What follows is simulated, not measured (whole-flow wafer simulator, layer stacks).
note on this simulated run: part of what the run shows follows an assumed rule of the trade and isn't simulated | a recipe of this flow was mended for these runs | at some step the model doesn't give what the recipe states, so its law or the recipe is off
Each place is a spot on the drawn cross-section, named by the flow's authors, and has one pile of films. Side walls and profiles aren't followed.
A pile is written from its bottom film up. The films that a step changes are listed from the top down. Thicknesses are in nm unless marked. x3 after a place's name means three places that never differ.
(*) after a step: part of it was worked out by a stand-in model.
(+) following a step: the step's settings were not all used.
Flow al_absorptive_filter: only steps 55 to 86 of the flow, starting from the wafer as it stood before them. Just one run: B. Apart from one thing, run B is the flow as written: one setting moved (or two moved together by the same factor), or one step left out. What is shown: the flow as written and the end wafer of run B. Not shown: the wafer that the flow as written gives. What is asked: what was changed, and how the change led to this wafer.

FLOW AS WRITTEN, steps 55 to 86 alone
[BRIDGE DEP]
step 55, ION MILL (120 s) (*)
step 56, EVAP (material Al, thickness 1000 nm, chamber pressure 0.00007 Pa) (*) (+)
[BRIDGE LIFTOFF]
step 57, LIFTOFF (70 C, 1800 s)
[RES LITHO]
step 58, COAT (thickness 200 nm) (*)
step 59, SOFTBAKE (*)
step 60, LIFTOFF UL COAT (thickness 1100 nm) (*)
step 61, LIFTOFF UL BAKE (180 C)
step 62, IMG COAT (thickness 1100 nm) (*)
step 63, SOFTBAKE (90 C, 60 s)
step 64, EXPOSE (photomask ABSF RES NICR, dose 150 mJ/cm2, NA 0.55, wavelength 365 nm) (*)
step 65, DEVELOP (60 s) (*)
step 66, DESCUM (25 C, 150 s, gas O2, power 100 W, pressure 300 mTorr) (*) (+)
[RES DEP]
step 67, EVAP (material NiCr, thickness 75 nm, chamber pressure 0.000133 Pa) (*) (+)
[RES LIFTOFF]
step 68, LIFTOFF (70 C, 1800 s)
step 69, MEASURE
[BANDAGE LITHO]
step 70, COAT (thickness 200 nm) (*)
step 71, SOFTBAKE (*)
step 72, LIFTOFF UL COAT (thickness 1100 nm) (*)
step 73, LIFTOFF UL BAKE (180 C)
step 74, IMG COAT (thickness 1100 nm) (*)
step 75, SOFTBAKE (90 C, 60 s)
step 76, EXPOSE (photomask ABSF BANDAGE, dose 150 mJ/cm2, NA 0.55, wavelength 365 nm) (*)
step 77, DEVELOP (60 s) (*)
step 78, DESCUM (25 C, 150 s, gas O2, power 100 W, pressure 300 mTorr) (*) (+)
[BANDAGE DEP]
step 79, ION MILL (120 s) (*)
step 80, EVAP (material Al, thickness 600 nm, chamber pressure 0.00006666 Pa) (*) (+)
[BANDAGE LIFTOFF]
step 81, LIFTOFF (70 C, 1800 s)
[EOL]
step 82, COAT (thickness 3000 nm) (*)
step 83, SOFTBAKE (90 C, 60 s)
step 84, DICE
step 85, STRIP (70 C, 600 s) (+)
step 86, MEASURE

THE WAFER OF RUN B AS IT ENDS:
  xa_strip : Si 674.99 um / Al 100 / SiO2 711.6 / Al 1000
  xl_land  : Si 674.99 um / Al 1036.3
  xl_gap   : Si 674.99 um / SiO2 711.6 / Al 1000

What caused this: step 55, ION MILL: 190 s was run, though the flow has 120 s.

Step by step, how the change led to this:
  step 55, ION MILL (120 s) (*)
      gnd, pad_far, pad_near and 7 more: i-line-resist loses 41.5 (as written it would have been: i-line-resist loses 26.2)
      xa_strip, xl_gap, xl_turn: SiO2 loses 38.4 (as written it would have been: SiO2 loses 24.3)
      (as well as at 1 more place)
